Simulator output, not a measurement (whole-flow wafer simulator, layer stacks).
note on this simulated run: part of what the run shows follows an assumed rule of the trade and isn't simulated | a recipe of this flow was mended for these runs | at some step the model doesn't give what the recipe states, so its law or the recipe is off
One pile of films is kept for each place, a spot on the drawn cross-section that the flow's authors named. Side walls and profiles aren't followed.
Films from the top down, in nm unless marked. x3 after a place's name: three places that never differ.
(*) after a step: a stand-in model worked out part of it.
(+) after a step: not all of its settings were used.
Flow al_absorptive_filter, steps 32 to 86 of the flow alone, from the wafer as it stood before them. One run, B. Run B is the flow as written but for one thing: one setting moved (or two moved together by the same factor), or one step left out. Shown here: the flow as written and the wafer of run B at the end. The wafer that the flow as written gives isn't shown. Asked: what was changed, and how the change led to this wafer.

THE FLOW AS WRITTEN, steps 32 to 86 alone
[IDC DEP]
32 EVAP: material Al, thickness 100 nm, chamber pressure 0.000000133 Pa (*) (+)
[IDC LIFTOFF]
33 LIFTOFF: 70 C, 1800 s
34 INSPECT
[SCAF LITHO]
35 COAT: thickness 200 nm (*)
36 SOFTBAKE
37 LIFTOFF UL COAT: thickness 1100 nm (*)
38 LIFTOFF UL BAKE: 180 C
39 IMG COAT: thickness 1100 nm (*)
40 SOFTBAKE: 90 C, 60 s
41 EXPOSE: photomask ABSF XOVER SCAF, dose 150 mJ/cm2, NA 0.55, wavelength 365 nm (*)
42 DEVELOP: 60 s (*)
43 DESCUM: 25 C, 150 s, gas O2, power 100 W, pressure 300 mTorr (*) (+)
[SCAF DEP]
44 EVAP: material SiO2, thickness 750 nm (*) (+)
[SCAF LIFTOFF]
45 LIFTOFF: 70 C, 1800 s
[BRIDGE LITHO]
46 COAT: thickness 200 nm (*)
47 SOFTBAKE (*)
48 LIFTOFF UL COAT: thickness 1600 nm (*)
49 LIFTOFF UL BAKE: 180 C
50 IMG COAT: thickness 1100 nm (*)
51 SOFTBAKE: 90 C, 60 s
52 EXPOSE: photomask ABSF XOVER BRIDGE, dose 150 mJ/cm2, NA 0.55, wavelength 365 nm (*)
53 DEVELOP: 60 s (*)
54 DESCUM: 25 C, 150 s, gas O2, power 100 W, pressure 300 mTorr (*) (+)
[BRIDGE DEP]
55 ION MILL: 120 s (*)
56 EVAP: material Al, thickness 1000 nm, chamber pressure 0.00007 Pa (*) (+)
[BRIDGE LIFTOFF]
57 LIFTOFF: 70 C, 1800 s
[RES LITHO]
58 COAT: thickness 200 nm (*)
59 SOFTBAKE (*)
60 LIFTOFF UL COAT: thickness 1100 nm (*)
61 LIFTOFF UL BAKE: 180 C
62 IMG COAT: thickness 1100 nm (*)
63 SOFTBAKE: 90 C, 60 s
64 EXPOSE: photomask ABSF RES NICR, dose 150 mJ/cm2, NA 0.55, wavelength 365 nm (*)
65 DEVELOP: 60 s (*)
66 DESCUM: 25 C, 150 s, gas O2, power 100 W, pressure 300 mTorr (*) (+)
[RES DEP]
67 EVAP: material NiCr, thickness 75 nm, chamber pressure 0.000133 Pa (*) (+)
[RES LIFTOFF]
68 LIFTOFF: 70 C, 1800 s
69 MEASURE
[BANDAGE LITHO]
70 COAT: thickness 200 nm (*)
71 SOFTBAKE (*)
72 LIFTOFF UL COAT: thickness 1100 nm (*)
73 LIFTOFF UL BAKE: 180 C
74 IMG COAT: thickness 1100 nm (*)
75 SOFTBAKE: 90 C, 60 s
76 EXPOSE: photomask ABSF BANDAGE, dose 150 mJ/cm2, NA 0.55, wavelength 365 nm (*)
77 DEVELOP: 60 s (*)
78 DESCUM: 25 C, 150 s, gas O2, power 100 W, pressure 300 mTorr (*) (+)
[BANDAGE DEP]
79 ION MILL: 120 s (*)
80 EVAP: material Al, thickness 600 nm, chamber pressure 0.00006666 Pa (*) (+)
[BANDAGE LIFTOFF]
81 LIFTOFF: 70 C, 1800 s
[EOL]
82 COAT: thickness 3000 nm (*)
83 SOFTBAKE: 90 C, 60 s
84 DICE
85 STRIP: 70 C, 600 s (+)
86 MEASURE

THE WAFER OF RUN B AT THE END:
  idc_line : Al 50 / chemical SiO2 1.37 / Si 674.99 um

The cause: step 32, EVAP: thickness 50 nm was run, where the flow has thickness 100 nm.
It can be read off the wafer: idc_line has Al 50, and step 32 as written asks for 100 nm.

How the change led to this, step by step:
  32 EVAP: material Al, thickness 100 nm, chamber pressure 0.000000133 Pa (*) (+)
      gnd, pad_far, pad_near and 11 more: Al +50 (new film) (as written it would be: Al +100 (new film))
  33 LIFTOFF: 70 C, 1800 s
      gnd, xa_field, xa_margin, xa_strip, xl_land, idc_field, idc_space: Al -50 (all of it), e-beam-resist -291 (all of it) (as written it would be: Al -100 (all of it), e-beam-resist -291 (all of it))
      pad_far: Al -50 (all of it), e-beam-resist -287 (all of it) (as written it would be: Al -100 (all of it), e-beam-resist -287 (all of it))
      (and at 5 more places)
  35 COAT: thickness 200 nm (*)
      idc_line: acrylic-e-beam-resist +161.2 (new film) (as written it would be: acrylic-e-beam-resist +125.3 (new film))
      idc_space: acrylic-e-beam-resist +212.7 (new film) (as written it would be: acrylic-e-beam-resist +228.2 (new film))
  45 LIFTOFF: 70 C, 1800 s
      idc_line: SiO2 -750 (all of it), i-line-resist -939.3 (all of it), lift-off-underlayer -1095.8 (all of it), acrylic-e-beam-resist -161.2 (all of it) (as written it would be: SiO2 -750 (all of it), i-line-resist -939.2 (all of it), lift-off-underlayer -1090 (all of it), acrylic-e-beam-resist -125.3 (all of it))
      idc_space: SiO2 -750 (all of it), i-line-resist -939.3 (all of it), lift-off-underlayer -1095 (all of it), acrylic-e-beam-resist -212.7 (all of it) (as written it would be: SiO2 -750 (all of it), i-line-resist -939.1 (all of it), lift-off-underlayer -1087.8 (all of it), acrylic-e-beam-resist -228.2 (all of it))
  46 COAT: thickness 200 nm (*)
      idc_line: acrylic-e-beam-resist +163.1 (new film) (as written it would be: acrylic-e-beam-resist +129.8 (new film))
      idc_space: acrylic-e-beam-resist +213.6 (new film) (as written it would be: acrylic-e-beam-resist +229.8 (new film))
  57 LIFTOFF: 70 C, 1800 s
      idc_line: Al -1000 (all of it), i-line-resist -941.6 (all of it), lift-off-underlayer -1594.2 (all of it), acrylic-e-beam-resist -163.1 (all of it) (as written it would be: Al -1000 (all of it), i-line-resist -941.5 (all of it), lift-off-underlayer -1586.1 (all of it), acrylic-e-beam-resist -129.8 (all of it))
      idc_space: Al -1000 (all of it), i-line-resist -941.6 (all of it), lift-off-underlayer -1594.5 (all of it), acrylic-e-beam-resist -213.6 (all of it) (as written it would be: Al -1000 (all of it), i-line-resist -941.5 (all of it), lift-off-underlayer -1586.9 (all of it), acrylic-e-beam-resist -229.8 (all of it))
  58 COAT: thickness 200 nm (*)
      idc_line: acrylic-e-beam-resist +163.1 (new film) (as written it would be: acrylic-e-beam-resist +129.8 (new film))
      idc_space: acrylic-e-beam-resist +213.6 (new film) (as written it would be: acrylic-e-beam-resist +229.8 (new film))
  68 LIFTOFF: 70 C, 1800 s
      idc_line: NiCr -75 (all of it), i-line-resist -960 (all of it), lift-off-underlayer -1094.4 (all of it), acrylic-e-beam-resist -163.1 (all of it) (as written it would be: NiCr -75 (all of it), i-line-resist -959.8 (all of it), lift-off-underlayer -1086.6 (all of it), acrylic-e-beam-resist -129.8 (all of it))
      idc_space: NiCr -75 (all of it), i-line-resist -960 (all of it), lift-off-underlayer -1094.7 (all of it), acrylic-e-beam-resist -213.6 (all of it) (as written it would be: NiCr -75 (all of it), i-line-resist -959.8 (all of it), lift-off-underlayer -1087.4 (all of it), acrylic-e-beam-resist -229.8 (all of it))
  70 COAT: thickness 200 nm (*)
      idc_line: acrylic-e-beam-resist +163.1 (new film) (as written it would be: acrylic-e-beam-resist +129.8 (new film))
      idc_space: acrylic-e-beam-resist +213.6 (new film) (as written it would be: acrylic-e-beam-resist +229.8 (new film))
  81 LIFTOFF: 70 C, 1800 s
      idc_line: Al -600 (all of it), i-line-resist -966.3 (all of it), lift-off-underlayer -1094.4 (all of it), acrylic-e-beam-resist -163.1 (all of it) (as written it would be: Al -600 (all of it), i-line-resist -966.1 (all of it), lift-off-underlayer -1086.6 (all of it), acrylic-e-beam-resist -129.8 (all of it))
      idc_space: Al -600 (all of it), i-line-resist -966.3 (all of it), lift-off-underlayer -1094.7 (all of it), acrylic-e-beam-resist -213.6 (all of it) (as written it would be: Al -600 (all of it), i-line-resist -966.1 (all of it), lift-off-underlayer -1087.4 (all of it), acrylic-e-beam-resist -229.8 (all of it))
